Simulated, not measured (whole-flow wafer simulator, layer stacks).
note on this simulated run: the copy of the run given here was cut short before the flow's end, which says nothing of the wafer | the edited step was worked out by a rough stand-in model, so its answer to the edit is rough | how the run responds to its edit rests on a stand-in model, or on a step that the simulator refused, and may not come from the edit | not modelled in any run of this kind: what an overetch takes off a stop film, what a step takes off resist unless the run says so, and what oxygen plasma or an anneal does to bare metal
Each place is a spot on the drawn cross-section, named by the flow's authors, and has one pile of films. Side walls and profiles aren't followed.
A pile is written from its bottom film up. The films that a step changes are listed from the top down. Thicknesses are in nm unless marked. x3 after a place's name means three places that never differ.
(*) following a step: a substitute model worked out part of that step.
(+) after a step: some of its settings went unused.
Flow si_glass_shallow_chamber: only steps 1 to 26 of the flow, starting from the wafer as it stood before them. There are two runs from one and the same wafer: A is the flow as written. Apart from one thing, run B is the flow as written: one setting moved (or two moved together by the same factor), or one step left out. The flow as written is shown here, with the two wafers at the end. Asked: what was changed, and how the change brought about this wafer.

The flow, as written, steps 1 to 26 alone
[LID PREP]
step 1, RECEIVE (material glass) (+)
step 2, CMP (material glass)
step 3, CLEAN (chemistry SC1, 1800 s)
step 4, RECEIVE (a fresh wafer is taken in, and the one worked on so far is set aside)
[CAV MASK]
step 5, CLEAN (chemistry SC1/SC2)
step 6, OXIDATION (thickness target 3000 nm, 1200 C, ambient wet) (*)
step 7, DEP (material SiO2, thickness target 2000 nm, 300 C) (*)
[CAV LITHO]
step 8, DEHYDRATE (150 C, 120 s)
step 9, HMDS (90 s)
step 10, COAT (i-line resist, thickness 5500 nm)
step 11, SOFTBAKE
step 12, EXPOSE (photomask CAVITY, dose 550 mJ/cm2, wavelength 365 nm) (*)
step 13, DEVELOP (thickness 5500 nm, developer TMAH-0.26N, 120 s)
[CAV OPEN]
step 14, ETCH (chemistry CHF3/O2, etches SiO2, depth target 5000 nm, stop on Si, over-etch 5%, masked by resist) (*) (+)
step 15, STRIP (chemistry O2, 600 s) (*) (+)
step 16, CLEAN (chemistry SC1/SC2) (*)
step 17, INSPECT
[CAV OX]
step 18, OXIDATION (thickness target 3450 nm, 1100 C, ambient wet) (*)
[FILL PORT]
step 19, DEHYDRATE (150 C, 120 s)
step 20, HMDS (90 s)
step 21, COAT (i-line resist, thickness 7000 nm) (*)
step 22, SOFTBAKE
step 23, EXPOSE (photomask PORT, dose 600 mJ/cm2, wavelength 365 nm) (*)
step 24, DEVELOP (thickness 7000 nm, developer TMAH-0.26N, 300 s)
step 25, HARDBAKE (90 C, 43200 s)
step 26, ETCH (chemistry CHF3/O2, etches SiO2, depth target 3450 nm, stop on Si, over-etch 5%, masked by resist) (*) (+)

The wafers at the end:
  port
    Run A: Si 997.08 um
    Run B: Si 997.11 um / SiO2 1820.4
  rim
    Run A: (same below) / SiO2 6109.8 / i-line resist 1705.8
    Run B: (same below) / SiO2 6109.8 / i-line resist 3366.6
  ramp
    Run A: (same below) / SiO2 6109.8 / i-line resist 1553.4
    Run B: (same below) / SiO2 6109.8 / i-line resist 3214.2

What caused this: step 26, ETCH: depth target 1552 nm was run, whereas the flow has depth target 3450 nm.

How this came from the change, step by step:
  step 26, ETCH (chemistry CHF3/O2, etches SiO2, depth target 3450 nm, stop on Si, over-etch 5%, masked by resist) (*) (+)
      port: A SiO2 loses 3450 (all of it), Si loses 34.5 | B SiO2 loses 1629.6
      rim, ramp, cav, ring: A i-line resist loses 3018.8 | B i-line resist loses 1358
      (and at 1 other place as well)
